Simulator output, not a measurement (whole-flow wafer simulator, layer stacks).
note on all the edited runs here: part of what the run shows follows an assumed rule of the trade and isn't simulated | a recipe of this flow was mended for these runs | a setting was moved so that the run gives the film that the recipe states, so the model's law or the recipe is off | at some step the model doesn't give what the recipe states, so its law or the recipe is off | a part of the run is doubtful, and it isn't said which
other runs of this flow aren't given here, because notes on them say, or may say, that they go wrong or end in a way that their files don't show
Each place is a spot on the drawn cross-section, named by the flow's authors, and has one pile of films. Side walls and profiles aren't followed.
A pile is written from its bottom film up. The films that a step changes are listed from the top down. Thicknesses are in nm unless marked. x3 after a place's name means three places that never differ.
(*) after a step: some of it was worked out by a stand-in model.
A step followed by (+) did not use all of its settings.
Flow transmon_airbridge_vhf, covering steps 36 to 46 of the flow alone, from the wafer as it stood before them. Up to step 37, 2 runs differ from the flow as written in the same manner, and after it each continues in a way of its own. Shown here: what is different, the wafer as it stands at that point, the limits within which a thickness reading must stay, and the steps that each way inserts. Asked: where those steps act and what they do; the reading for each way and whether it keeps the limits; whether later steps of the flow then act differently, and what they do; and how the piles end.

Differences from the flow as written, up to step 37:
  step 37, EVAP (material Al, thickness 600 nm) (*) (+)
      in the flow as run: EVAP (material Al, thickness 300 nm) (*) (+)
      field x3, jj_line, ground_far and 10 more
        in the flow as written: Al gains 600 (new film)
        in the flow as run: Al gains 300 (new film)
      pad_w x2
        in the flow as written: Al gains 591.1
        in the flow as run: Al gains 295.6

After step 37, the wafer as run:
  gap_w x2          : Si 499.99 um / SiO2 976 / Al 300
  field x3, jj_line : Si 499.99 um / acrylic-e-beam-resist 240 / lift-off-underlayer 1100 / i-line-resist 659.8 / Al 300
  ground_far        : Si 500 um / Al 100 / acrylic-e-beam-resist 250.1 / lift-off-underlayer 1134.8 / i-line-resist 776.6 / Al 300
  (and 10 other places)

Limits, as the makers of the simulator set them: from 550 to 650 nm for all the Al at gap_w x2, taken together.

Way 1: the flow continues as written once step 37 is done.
  After step 37, the reading is 300 nm, outside the limits.
  Later steps of the flow acting differently than as written:
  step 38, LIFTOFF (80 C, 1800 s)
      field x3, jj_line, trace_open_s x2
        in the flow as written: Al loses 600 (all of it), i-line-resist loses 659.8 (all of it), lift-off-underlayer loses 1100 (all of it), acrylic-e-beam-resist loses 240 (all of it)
        going this way: Al loses 300 (all of it), i-line-resist loses 659.8 (all of it), lift-off-underlayer loses 1100 (all of it), acrylic-e-beam-resist loses 240 (all of it)
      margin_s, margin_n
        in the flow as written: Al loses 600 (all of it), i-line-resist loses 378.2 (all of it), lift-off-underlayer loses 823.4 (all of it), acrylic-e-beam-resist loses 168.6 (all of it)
        going this way: Al loses 300 (all of it), i-line-resist loses 378.2 (all of it), lift-off-underlayer loses 823.4 (all of it), acrylic-e-beam-resist loses 168.6 (all of it)
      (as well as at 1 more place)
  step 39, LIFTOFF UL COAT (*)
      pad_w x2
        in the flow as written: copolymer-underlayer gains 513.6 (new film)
        going this way: copolymer-underlayer gains 542.5 (new film)
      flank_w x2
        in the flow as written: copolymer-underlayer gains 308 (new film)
        going this way: copolymer-underlayer gains 315.8 (new film)
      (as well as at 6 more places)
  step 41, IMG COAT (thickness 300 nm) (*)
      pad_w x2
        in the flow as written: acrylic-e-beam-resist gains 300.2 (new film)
        going this way: acrylic-e-beam-resist gains 313.8 (new film)
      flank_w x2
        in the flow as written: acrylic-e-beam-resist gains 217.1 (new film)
        going this way: acrylic-e-beam-resist gains 226.9 (new film)
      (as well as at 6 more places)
  The piles end different from the flow's at pad_w x2, flank_w x2, gap_w x2, cpw_trace, margin_s, bridge_strip, margin_n by more than 2% or 0.5 nm, whichever is larger.
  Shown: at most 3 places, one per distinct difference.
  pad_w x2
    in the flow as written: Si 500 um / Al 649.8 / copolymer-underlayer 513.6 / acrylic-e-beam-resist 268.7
    going this way: Si 500 um / Al 354.3 / copolymer-underlayer 542.5 / acrylic-e-beam-resist 282.2
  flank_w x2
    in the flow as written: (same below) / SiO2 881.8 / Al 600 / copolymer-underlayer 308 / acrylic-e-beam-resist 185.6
    going this way: (same below) / SiO2 881.8 / Al 300 / copolymer-underlayer 315.8 / acrylic-e-beam-resist 195.3
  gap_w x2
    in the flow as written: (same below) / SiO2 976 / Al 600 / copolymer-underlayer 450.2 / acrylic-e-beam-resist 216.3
    going this way: (same below) / SiO2 976 / Al 300 / copolymer-underlayer 462.3 / acrylic-e-beam-resist 226

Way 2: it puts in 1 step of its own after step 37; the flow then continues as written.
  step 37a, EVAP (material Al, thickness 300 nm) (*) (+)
      field x3, jj_line, ground_far and 10 more
        Al gains 300
      pad_w x2
        Al gains 295.5
  After step 37a, the reading is 600 nm, within the limits.
  Every later step of the flow that is run acts as written, at every place that is followed, to within 2% or 0.5 nm, whichever is larger.
  When the end is reached, the piles differ only a little from the flow's at the places that both follow, at most by 2% or 0.5 nm, whichever is larger.

The limits are kept by: way 2. They are not kept by: way 1.
